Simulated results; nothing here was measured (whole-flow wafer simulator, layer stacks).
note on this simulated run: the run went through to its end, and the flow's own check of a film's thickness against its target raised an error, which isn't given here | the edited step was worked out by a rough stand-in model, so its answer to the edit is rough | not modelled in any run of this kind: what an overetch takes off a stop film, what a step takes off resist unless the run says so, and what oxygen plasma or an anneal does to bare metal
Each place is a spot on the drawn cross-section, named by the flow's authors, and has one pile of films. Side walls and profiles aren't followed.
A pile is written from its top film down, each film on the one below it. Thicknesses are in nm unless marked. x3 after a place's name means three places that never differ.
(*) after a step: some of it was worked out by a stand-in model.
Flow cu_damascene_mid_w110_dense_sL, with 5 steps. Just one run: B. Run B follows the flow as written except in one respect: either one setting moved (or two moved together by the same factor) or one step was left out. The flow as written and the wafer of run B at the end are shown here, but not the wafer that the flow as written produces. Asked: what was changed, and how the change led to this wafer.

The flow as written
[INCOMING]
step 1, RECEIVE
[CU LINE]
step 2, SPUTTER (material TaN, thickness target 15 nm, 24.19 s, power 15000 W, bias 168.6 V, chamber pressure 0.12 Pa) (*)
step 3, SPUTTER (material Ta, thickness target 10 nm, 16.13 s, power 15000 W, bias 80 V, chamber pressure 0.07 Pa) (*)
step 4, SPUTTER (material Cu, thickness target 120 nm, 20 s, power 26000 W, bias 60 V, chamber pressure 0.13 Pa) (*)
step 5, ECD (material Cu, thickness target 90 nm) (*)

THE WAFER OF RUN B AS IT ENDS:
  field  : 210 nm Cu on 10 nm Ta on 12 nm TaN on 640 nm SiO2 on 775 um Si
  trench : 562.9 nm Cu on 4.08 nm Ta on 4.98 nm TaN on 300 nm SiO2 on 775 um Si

What caused this: step 2, SPUTTER: thickness target 12 nm was run, whereas the flow has thickness target 15 nm; step 2, SPUTTER: 19.35 s was run, where the flow has 24.19 s.
The wafer lets one read it off: field has TaN 12, and step 2 as written asks for 15 nm.

How this came from the change, step by step:
  step 2, SPUTTER (material TaN, thickness target 15 nm, 24.19 s, power 15000 W, bias 168.6 V, chamber pressure 0.12 Pa) (*)
      field: TaN gains 12 (new film) (in the flow as written it would be: TaN gains 15 (new film))
      trench: TaN gains 4.98 (new film) (in the flow as written it would be: TaN gains 6.23 (new film))
